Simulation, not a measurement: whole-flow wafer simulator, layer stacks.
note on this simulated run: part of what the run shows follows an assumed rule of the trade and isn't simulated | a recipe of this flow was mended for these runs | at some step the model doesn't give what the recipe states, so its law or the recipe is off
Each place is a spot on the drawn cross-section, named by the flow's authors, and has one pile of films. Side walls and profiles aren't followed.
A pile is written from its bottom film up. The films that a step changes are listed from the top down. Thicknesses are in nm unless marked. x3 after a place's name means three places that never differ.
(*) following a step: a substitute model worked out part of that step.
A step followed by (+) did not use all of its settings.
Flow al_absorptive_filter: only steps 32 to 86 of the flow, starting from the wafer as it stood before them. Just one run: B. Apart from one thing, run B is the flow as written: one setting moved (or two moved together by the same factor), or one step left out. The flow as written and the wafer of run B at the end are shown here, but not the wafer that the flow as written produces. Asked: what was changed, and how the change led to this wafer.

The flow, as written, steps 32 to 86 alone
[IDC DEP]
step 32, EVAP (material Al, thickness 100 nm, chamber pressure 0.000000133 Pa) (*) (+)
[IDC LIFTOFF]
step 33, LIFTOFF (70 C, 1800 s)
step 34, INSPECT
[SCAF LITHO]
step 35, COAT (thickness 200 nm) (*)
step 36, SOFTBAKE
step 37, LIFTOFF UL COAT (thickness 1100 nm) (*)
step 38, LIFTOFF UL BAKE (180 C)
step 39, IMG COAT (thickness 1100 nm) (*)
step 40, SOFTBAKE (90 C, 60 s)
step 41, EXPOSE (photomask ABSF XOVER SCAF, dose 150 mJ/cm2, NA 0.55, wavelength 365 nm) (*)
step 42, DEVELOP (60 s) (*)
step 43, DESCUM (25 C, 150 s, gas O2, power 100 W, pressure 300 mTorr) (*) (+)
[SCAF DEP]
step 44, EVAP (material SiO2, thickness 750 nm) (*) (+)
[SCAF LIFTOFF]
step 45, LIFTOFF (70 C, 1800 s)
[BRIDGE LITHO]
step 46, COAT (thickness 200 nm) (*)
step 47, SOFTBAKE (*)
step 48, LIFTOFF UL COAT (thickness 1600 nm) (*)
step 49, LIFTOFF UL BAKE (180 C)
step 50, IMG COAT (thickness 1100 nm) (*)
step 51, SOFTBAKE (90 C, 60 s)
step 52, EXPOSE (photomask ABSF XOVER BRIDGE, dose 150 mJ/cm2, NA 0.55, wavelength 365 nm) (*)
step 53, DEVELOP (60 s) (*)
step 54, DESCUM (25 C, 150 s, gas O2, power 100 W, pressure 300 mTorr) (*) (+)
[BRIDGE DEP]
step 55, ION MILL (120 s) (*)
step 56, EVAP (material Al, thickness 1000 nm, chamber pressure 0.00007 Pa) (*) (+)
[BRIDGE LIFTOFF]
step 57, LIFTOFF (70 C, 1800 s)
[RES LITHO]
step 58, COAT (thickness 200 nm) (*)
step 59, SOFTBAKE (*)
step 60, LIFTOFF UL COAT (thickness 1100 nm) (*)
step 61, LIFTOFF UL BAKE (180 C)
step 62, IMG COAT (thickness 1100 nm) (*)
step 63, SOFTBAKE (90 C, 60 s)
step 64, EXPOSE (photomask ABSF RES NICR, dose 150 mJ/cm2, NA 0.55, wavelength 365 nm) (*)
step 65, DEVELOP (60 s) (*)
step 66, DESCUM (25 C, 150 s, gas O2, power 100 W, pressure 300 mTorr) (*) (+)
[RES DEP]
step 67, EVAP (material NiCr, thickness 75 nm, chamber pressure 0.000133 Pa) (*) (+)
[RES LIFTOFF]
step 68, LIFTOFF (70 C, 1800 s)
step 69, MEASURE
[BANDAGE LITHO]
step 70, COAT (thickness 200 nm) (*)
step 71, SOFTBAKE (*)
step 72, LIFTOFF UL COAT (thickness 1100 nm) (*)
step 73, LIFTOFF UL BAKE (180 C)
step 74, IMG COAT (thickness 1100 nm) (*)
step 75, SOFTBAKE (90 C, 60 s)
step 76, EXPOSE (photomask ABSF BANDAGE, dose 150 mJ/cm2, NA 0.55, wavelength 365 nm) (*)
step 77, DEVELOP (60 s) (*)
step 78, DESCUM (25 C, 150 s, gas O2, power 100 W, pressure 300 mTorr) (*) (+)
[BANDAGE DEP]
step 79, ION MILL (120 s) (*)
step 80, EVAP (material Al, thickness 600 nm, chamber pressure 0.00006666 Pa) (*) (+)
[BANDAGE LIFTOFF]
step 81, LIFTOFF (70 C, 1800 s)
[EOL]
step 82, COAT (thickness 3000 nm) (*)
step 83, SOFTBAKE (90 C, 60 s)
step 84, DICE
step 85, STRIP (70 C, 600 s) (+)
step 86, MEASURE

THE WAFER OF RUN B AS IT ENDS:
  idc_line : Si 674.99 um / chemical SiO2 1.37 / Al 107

The reason: step 32, EVAP: thickness 107 nm was run, whereas the flow has thickness 100 nm.
The wafer lets one read it off: idc_line has Al 107, and step 32 as written asks for 100 nm.

Step by step, how the change led to this:
  step 32, EVAP (material Al, thickness 100 nm, chamber pressure 0.000000133 Pa) (*) (+)
      gnd, pad_far, pad_near and 11 more: +107 Al (new film) (as written it would have been: +100 Al (new film))
  step 33, LIFTOFF (70 C, 1800 s)
      gnd, xa_field, xa_margin, xa_strip, xl_land, idc_field, idc_space: -107 Al (all of it), -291 e-beam-resist (all of it) (as written it would have been: -100 Al (all of it), -291 e-beam-resist (all of it))
      pad_far: -107 Al (all of it), -287 e-beam-resist (all of it) (as written it would have been: -100 Al (all of it), -287 e-beam-resist (all of it))
      (also at 5 further places)
  step 35, COAT (thickness 200 nm) (*)
      idc_line: +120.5 acrylic-e-beam-resist (new film) (as written it would have been: +125.3 acrylic-e-beam-resist (new film))
  step 45, LIFTOFF (70 C, 1800 s)
      idc_line: -750 SiO2 (all of it), -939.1 i-line-resist (all of it), -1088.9 lift-off-underlayer (all of it), -120.5 acrylic-e-beam-resist (all of it) (as written it would have been: -750 SiO2 (all of it), -939.2 i-line-resist (all of it), -1090 lift-off-underlayer (all of it), -125.3 acrylic-e-beam-resist (all of it))
  step 46, COAT (thickness 200 nm) (*)
      idc_line: +125.5 acrylic-e-beam-resist (new film) (as written it would have been: +129.8 acrylic-e-beam-resist (new film))
  step 57, LIFTOFF (70 C, 1800 s)
      idc_line: -1000 Al (all of it), -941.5 i-line-resist (all of it), -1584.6 lift-off-underlayer (all of it), -125.5 acrylic-e-beam-resist (all of it) (as written it would have been: -1000 Al (all of it), -941.5 i-line-resist (all of it), -1586.1 lift-off-underlayer (all of it), -129.8 acrylic-e-beam-resist (all of it))
  step 58, COAT (thickness 200 nm) (*)
      idc_line: +125.5 acrylic-e-beam-resist (new film) (as written it would have been: +129.8 acrylic-e-beam-resist (new film))
  step 68, LIFTOFF (70 C, 1800 s)
      idc_line: -75 NiCr (all of it), -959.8 i-line-resist (all of it), -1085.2 lift-off-underlayer (all of it), -125.5 acrylic-e-beam-resist (all of it) (as written it would have been: -75 NiCr (all of it), -959.8 i-line-resist (all of it), -1086.6 lift-off-underlayer (all of it), -129.8 acrylic-e-beam-resist (all of it))
  step 70, COAT (thickness 200 nm) (*)
      idc_line: +125.5 acrylic-e-beam-resist (new film) (as written it would have been: +129.8 acrylic-e-beam-resist (new film))
  step 81, LIFTOFF (70 C, 1800 s)
      idc_line: -600 Al (all of it), -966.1 i-line-resist (all of it), -1085.2 lift-off-underlayer (all of it), -125.5 acrylic-e-beam-resist (all of it) (as written it would have been: -600 Al (all of it), -966.1 i-line-resist (all of it), -1086.6 lift-off-underlayer (all of it), -129.8 acrylic-e-beam-resist (all of it))
